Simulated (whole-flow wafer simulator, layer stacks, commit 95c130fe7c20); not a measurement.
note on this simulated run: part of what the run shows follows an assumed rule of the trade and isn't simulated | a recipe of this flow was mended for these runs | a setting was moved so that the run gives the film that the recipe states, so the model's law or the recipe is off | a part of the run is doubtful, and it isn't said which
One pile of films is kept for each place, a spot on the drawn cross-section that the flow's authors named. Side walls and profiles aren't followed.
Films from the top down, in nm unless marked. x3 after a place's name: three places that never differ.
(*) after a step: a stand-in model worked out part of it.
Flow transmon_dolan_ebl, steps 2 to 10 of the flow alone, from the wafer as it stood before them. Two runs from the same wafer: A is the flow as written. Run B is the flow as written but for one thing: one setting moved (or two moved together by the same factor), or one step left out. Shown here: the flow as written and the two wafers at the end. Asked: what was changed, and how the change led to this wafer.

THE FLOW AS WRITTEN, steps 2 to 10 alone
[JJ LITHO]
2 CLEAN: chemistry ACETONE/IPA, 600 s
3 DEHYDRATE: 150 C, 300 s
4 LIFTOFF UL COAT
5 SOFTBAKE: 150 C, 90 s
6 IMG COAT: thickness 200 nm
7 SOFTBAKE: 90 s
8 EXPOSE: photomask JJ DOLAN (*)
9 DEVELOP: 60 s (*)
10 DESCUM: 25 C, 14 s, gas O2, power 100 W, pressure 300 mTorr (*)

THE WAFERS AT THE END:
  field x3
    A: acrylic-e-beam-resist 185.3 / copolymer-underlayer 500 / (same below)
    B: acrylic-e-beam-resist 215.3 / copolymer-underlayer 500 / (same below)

The cause: step 6, IMG COAT: thickness 230 nm was run, where the flow has thickness 200 nm.

How the change led to this, step by step:
  6 IMG COAT: thickness 200 nm
      field x3, jj_line: A acrylic-e-beam-resist +200 (new film) | B acrylic-e-beam-resist +230 (new film)
  9 DEVELOP: 60 s (*)
      jj_line: A acrylic-e-beam-resist -200 (all of it), copolymer-underlayer -500 (all of it) | B acrylic-e-beam-resist -230 (all of it), copolymer-underlayer -500 (all of it)
